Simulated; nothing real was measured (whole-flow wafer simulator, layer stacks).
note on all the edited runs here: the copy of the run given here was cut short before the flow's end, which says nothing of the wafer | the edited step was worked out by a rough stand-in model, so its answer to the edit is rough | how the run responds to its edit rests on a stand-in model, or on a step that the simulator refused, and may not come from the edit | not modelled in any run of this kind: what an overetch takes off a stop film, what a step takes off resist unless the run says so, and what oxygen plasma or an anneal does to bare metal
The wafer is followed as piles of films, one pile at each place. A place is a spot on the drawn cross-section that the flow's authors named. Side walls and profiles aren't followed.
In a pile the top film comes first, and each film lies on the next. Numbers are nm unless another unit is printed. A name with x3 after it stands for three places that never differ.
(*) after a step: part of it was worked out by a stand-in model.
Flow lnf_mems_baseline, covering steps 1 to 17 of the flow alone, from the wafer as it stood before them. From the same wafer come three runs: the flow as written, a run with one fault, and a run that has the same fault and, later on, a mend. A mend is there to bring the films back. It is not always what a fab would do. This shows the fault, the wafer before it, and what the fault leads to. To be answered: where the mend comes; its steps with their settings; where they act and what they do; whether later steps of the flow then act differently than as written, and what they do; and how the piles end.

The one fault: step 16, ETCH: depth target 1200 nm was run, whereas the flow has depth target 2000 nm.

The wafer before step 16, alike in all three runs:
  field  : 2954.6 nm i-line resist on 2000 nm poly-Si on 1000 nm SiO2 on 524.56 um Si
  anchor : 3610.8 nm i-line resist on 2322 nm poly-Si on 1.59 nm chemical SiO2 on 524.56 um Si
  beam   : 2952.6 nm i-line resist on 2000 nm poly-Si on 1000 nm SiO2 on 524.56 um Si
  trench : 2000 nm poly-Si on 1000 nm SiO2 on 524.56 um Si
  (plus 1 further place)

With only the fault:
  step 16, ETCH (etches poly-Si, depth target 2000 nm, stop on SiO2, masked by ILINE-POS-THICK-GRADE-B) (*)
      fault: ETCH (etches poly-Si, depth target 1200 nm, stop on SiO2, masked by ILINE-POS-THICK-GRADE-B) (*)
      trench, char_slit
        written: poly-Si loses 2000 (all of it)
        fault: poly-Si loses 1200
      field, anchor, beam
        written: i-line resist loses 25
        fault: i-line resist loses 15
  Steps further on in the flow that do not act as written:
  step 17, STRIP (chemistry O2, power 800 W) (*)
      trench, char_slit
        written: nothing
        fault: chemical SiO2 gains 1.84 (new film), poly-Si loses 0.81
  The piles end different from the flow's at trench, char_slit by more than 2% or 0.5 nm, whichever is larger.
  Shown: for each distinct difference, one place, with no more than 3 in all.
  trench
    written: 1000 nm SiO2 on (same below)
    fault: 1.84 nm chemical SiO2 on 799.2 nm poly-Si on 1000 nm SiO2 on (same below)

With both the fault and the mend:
  The mend follows step 16.
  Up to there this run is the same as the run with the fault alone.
  step 16a, ETCH (etches poly-Si, depth target 800 nm, stop on SiO2, masked by ILINE-POS-THICK-GRADE-B) (*) (the flow's step 16 again, with other settings)
      field, anchor, beam
        i-line resist loses 10
      trench, char_slit
        poly-Si loses 800 (all of it)
  None of the later steps of the flow acts differently than as written at any place that is followed.
  At every place that both follow, the piles at the end match the flow's.
